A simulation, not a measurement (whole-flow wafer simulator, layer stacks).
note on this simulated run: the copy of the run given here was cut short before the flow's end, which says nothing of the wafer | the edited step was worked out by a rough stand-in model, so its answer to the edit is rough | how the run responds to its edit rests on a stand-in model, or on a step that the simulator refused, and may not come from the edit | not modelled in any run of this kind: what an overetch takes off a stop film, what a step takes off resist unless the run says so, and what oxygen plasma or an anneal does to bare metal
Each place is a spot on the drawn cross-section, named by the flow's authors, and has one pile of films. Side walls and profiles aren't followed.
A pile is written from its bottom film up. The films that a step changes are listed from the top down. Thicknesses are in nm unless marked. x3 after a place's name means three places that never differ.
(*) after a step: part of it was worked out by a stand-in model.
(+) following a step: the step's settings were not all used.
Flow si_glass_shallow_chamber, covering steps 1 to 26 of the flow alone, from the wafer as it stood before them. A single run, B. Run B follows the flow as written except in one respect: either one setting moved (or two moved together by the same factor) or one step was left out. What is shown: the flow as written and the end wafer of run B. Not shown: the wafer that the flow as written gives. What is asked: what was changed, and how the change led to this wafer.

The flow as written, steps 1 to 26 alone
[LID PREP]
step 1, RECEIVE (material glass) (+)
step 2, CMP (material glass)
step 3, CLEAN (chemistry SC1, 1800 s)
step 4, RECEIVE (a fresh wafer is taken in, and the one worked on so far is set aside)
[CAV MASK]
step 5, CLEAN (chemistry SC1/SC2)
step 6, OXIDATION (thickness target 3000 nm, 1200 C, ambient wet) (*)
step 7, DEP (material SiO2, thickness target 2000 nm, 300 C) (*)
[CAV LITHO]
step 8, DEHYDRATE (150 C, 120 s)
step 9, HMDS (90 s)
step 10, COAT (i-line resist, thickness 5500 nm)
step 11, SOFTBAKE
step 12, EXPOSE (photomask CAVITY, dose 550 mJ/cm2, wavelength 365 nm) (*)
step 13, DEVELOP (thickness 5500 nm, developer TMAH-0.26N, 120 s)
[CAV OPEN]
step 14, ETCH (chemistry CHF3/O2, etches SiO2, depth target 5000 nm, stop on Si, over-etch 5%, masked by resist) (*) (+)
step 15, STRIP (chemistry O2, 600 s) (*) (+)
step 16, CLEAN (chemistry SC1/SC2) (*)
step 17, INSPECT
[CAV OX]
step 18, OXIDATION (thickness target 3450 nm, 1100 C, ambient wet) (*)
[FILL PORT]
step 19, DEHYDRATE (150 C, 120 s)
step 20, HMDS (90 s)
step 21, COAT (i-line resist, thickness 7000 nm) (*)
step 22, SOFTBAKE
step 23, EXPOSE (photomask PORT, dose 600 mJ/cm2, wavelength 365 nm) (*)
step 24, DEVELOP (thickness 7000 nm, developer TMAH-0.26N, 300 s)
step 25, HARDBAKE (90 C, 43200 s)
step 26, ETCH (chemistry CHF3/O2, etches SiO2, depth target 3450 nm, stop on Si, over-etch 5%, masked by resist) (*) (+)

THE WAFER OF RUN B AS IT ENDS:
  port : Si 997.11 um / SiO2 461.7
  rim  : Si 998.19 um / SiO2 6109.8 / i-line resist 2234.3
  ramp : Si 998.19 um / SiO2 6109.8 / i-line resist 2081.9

What caused this: step 26, ETCH: depth target 2846 nm was run, whereas the flow has depth target 3450 nm.

How this came from the change, step by step:
  step 26, ETCH (chemistry CHF3/O2, etches SiO2, depth target 3450 nm, stop on Si, over-etch 5%, masked by resist) (*) (+)
      port: -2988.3 SiO2 (it would be, as written: -3450 SiO2 (all of it), -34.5 Si)
      rim, ramp, cav, ring: -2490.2 i-line resist (it would be, as written: -3018.8 i-line resist)
      (and at 1 other place as well)
